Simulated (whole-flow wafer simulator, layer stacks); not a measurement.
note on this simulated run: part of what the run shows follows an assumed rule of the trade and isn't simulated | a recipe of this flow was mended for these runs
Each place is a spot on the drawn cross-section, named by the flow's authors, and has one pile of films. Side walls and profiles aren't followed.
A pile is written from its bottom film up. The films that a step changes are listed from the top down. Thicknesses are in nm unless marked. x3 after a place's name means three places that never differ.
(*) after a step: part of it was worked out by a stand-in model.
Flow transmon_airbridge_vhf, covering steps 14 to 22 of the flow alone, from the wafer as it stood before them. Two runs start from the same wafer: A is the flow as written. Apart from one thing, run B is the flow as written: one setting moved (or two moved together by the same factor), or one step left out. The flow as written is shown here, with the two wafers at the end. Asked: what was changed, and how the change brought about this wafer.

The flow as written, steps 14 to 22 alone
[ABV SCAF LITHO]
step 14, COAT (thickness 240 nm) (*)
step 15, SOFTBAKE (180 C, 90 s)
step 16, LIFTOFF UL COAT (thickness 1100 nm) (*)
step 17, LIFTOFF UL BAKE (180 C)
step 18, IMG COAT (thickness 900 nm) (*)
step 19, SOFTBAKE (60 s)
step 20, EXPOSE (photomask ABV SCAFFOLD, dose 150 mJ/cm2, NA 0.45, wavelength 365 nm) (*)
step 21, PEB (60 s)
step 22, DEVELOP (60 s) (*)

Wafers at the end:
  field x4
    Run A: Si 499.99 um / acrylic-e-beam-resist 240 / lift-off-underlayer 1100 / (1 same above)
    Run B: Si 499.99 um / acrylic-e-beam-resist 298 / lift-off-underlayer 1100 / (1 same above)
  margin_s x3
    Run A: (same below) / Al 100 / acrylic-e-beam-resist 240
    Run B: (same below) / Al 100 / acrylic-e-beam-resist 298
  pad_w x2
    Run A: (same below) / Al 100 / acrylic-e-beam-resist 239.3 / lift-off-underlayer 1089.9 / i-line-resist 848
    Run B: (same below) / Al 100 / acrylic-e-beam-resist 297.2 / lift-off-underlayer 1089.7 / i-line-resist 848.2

What caused this: step 14, COAT: thickness 298 nm was run, whereas the flow has thickness 240 nm.
One can read it off the wafer: field x4 has acrylic-e-beam-resist 298, and step 14 as written asks for 240 nm.

How this came from the change, step by step:
  step 14, COAT (thickness 240 nm) (*)
      field x4, trace_open_s x2, margin_s x3: A +240 acrylic-e-beam-resist (new film) | B +298 acrylic-e-beam-resist (new film)
      pad_w x2: A +239.3 acrylic-e-beam-resist (new film) | B +297.2 acrylic-e-beam-resist (new film)
      (and at 6 other places as well)
